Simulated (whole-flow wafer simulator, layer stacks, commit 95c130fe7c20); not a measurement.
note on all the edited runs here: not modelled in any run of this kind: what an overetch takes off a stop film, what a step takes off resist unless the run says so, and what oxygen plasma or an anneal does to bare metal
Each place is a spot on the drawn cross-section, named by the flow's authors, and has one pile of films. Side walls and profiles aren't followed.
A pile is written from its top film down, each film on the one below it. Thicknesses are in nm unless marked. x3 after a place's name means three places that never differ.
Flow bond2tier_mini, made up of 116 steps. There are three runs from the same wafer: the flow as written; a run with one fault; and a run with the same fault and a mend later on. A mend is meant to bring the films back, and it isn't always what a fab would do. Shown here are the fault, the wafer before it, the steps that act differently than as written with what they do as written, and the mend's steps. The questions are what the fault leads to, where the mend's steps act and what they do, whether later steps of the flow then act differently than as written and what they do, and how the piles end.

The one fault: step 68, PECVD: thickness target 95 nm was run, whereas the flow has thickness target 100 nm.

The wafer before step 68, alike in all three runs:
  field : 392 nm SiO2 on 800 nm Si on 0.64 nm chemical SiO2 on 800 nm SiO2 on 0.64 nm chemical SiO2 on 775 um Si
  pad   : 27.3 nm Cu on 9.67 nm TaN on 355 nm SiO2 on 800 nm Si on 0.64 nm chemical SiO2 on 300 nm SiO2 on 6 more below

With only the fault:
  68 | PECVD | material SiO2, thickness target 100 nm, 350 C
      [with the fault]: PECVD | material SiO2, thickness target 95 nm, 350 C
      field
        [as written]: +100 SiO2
        [with the fault]: +95 SiO2
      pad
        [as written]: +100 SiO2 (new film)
        [with the fault]: +95 SiO2 (new film)
  Later steps of the flow acting differently than as written (3 other steps are not shown; they differ only slightly, by no more than 2% or 0.5 nm, whichever is larger):
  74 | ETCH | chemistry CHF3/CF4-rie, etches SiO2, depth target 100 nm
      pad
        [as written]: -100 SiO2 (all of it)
        [with the fault]: -95 SiO2 (all of it), -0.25 Cu
  The piles end different from the flow's at pad by more than 2% or 0.5 nm, whichever is larger.
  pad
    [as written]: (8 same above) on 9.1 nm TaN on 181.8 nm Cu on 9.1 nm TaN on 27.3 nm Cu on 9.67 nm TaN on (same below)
    [with the fault]: (8 same above) on 9.1 nm TaN on 177 nm Cu on 9.19 nm TaN on 27.1 nm Cu on 9.67 nm TaN on (same below)

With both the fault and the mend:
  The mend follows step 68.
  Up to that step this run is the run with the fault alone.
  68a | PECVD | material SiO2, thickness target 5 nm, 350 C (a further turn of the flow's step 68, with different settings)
      field, pad
        +5 SiO2
  Every later step of the flow that is run acts as written at every place that is followed.
  The piles end the same as the flow's at every place that both follow.
